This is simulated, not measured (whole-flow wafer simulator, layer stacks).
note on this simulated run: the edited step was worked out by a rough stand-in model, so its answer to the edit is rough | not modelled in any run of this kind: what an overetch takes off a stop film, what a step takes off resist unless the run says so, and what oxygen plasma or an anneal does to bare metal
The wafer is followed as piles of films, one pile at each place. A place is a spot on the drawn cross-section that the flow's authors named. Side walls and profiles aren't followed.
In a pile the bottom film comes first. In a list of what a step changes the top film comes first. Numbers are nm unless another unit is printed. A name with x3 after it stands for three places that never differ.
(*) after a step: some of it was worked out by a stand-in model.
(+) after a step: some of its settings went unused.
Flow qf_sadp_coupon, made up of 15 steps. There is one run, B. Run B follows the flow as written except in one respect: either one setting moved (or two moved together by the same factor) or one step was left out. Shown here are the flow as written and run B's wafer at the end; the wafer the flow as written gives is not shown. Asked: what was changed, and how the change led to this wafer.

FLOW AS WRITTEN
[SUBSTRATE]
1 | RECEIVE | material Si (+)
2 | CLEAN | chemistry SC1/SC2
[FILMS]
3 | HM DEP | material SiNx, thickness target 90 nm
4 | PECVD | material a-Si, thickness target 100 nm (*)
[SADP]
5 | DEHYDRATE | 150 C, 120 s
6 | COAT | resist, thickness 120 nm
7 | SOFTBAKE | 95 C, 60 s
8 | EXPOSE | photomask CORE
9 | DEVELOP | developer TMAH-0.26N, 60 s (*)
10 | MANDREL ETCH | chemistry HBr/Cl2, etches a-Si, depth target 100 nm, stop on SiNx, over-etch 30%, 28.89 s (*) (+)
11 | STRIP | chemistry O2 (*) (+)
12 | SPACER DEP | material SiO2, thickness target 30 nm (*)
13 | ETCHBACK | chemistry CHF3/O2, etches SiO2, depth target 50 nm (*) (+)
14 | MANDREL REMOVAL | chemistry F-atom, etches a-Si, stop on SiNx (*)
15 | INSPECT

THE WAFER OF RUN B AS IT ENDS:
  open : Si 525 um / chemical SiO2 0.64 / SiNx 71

The reason: step 4, PECVD: thickness target 130.2 nm was run, whereas the flow has thickness target 100 nm.

Step by step, how the change led to this:
  4 | PECVD | material a-Si, thickness target 100 nm (*)
      m, open: a-Si gains 130.2 (new film) (it would be, as written: a-Si gains 100 (new film))
  10 | MANDREL ETCH | chemistry HBr/Cl2, etches a-Si, depth target 100 nm, stop on SiNx, over-etch 30%, 28.89 s (*) (+)
      open: a-Si loses 130.2 (all of it) (it would be, as written: a-Si loses 100 (all of it), SiNx loses 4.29)
  14 | MANDREL REMOVAL | chemistry F-atom, etches a-Si, stop on SiNx (*)
      m: a-Si loses 126 (all of it) (it would be, as written: a-Si loses 95.8 (all of it))
